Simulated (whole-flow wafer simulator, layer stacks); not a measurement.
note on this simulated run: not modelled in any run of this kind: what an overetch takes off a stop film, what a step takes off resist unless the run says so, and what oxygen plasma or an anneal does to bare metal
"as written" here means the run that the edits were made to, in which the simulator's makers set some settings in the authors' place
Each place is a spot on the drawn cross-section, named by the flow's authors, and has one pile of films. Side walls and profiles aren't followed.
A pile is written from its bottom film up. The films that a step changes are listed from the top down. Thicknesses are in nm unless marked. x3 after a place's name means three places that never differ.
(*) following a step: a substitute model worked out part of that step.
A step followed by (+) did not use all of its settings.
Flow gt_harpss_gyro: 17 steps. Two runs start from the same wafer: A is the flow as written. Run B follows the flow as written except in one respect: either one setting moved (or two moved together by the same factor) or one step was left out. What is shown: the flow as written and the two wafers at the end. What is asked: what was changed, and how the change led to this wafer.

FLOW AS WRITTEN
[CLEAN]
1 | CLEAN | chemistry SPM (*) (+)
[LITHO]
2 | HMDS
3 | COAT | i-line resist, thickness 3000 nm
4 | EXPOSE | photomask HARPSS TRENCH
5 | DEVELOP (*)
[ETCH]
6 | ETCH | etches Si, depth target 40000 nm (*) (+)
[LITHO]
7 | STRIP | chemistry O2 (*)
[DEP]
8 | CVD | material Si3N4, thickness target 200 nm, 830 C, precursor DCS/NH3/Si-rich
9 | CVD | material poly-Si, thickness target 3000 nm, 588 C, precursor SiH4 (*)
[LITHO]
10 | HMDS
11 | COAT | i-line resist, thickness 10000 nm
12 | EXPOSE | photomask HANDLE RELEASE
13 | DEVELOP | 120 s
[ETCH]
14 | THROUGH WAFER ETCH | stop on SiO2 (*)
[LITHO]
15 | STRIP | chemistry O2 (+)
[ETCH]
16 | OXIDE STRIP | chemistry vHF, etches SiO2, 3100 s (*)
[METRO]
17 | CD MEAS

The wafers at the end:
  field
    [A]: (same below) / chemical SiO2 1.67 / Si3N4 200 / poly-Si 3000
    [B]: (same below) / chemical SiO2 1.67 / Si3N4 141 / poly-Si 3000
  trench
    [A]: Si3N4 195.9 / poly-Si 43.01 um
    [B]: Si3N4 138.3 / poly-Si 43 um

What caused this: step 8, CVD: thickness target 141 nm was run, while the flow as written has thickness target 200 nm.
The wafer itself shows it: field has Si3N4 141, and step 8 as written asks for 200 nm.

Step by step, how the change led to this:
  8 | CVD | material Si3N4, thickness target 200 nm, 830 C, precursor DCS/NH3/Si-rich
      field: A +200 Si3N4 (new film) | B +141 Si3N4 (new film)
      trench: A +195.9 Si3N4 (new film) | B +138.3 Si3N4 (new film)
  9 | CVD | material poly-Si, thickness target 3000 nm, 588 C, precursor SiH4 (*)
      trench: A +43.01 um poly-Si (new film) | B +43 um poly-Si (new film)
